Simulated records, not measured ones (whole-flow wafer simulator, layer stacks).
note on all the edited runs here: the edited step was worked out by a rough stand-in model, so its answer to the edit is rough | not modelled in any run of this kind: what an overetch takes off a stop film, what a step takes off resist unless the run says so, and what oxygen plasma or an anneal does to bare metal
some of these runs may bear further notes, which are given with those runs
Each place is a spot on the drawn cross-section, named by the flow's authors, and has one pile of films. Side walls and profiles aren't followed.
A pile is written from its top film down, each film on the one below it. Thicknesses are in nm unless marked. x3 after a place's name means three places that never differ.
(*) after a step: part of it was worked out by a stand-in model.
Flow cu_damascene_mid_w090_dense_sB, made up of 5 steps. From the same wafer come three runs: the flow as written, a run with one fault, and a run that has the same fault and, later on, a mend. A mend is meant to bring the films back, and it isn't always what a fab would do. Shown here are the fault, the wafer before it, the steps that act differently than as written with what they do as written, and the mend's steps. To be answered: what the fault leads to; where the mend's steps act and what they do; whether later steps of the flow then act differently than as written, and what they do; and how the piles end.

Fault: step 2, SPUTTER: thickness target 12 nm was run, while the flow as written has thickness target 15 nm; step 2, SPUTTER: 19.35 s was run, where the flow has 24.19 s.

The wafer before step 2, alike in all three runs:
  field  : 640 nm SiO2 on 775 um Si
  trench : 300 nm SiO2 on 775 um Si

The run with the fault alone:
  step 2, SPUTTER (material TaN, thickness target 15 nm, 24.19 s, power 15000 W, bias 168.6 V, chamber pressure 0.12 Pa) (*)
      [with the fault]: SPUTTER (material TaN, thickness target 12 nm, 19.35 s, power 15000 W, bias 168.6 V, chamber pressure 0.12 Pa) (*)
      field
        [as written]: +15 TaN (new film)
        [with the fault]: +12 TaN (new film)
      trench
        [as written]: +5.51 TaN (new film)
        [with the fault]: +4.41 TaN (new film)
  None of the later steps of the flow differs from how it acts as written, at any place that is followed, by more than 2% or 0.5 nm, whichever is larger.
  At field, trench, the piles at the end differ from the flow's by more than 2% or 0.5 nm, whichever is larger.
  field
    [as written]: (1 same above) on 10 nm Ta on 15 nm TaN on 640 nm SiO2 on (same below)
    [with the fault]: (1 same above) on 10 nm Ta on 12 nm TaN on 640 nm SiO2 on (same below)
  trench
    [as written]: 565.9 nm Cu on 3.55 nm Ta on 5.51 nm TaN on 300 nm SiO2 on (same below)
    [with the fault]: 564 nm Cu on 3.59 nm Ta on 4.41 nm TaN on 300 nm SiO2 on (same below)

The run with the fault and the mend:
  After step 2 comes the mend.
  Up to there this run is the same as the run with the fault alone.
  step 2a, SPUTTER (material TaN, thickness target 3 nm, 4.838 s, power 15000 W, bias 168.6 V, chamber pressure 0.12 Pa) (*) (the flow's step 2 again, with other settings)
      field
        +3 TaN
      trench
        +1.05 TaN
  None of the later steps of the flow differs from how it acts as written, at any place that is followed, by more than 2% or 0.5 nm, whichever is larger.
  When the end is reached, the piles differ only a little from the flow's at the places that both follow, at most by 2% or 0.5 nm, whichever is larger.
